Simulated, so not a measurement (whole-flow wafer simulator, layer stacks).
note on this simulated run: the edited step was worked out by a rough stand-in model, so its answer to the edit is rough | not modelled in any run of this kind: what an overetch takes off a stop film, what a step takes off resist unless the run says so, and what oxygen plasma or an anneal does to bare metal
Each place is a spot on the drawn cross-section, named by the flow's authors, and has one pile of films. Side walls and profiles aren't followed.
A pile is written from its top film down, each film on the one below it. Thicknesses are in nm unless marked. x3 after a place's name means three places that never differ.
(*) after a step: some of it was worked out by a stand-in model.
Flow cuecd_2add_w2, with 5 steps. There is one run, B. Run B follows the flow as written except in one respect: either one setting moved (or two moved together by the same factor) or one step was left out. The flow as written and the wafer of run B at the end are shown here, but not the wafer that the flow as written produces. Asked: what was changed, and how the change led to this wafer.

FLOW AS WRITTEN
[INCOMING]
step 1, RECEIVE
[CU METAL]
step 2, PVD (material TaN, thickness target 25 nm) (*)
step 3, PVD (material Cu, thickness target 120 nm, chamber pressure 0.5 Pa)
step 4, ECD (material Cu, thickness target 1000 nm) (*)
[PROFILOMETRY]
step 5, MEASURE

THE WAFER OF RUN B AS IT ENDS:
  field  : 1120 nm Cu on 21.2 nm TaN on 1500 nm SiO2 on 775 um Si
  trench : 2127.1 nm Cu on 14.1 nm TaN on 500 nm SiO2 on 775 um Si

The reason: step 2, PVD: thickness target 21.2 nm was run, whereas the flow has thickness target 25 nm.
The wafer lets one read it off: field has TaN 21.2, and step 2 as written asks for 25 nm.

The path from the change to this, step by step:
  step 2, PVD (material TaN, thickness target 25 nm) (*)
      field: TaN gains 21.2 (new film) (in the flow as written it would be: TaN gains 25 (new film))
      trench: TaN gains 14.1 (new film) (in the flow as written it would be: TaN gains 16.6 (new film))
